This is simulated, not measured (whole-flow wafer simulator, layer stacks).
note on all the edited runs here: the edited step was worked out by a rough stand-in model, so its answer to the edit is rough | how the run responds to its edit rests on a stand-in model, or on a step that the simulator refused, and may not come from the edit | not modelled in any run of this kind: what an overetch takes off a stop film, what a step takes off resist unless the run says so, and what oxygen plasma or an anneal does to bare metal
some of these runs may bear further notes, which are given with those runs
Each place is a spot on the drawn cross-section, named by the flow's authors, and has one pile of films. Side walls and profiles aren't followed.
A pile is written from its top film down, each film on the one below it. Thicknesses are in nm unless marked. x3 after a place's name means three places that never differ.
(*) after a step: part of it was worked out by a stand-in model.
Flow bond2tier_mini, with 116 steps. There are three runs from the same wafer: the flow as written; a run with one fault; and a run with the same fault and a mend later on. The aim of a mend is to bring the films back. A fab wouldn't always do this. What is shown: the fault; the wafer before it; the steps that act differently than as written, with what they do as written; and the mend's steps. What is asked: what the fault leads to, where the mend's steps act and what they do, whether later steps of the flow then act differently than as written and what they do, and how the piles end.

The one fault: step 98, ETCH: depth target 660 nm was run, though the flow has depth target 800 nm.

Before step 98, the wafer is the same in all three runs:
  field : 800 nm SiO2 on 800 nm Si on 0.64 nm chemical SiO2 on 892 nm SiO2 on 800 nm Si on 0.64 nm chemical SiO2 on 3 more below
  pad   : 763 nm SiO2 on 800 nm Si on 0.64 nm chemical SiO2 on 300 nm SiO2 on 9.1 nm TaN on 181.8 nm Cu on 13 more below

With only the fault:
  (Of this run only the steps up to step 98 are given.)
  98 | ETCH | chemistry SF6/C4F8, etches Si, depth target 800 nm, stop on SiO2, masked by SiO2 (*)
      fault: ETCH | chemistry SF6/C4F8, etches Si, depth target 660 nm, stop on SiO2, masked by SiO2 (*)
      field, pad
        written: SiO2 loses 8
        fault: SiO2 loses 6.6
  The piles after step 98 are only slightly different from the flow's at the places that both follow, by no more than 2% or 0.5 nm, whichever is larger.

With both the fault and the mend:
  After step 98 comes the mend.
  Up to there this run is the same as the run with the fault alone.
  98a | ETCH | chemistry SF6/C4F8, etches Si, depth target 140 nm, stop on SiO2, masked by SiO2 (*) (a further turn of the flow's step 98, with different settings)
      field, pad
        SiO2 loses 1.4
  None of the later steps of the flow acts differently than as written at any place that is followed.
  At every place that both follow, the piles at the end match the flow's.
